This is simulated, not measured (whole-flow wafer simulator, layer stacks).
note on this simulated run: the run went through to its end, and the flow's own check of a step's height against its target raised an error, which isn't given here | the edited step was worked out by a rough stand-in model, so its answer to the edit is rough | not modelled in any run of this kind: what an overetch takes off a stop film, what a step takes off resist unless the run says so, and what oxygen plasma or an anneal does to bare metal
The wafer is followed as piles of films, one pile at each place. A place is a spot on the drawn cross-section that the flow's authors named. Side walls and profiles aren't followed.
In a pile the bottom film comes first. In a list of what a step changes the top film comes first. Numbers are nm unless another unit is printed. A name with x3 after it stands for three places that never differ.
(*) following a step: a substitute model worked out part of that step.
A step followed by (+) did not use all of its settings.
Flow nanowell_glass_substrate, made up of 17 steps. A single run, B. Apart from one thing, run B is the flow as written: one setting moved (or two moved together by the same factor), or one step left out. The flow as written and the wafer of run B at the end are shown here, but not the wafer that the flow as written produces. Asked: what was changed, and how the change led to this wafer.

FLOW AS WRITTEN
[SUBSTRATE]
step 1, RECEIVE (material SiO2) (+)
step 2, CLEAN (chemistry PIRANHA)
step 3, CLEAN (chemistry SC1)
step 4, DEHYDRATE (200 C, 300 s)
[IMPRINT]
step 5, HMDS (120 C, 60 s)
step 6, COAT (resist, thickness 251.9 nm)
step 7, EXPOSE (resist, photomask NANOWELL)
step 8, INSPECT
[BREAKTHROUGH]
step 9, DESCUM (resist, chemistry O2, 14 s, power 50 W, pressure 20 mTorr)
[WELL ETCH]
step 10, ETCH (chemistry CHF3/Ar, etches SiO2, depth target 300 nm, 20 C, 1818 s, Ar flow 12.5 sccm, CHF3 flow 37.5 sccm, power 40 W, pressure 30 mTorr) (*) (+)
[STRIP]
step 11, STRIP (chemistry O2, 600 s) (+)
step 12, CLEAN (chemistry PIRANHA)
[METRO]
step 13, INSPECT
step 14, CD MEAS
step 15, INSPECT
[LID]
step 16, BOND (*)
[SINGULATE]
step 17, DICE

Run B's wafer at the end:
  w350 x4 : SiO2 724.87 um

Cause: step 10, ETCH: depth target 131.4 nm was run, whereas the flow has depth target 300 nm; step 10, ETCH: 796.3 s was run, where the flow has 1818 s.

Step by step, how the change led to this:
  step 10, ETCH (chemistry CHF3/Ar, etches SiO2, depth target 300 nm, 20 C, 1818 s, Ar flow 12.5 sccm, CHF3 flow 37.5 sccm, power 40 W, pressure 30 mTorr) (*) (+)
      w350 x4: -131.4 SiO2 (as written it would have been: -300 SiO2)
      land: -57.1 resist (as written it would have been: -130.4 resist)
  step 11, STRIP (chemistry O2, 600 s) (+)
      land: -199.2 resist (all of it) (as written it would have been: -125.9 resist (all of it))
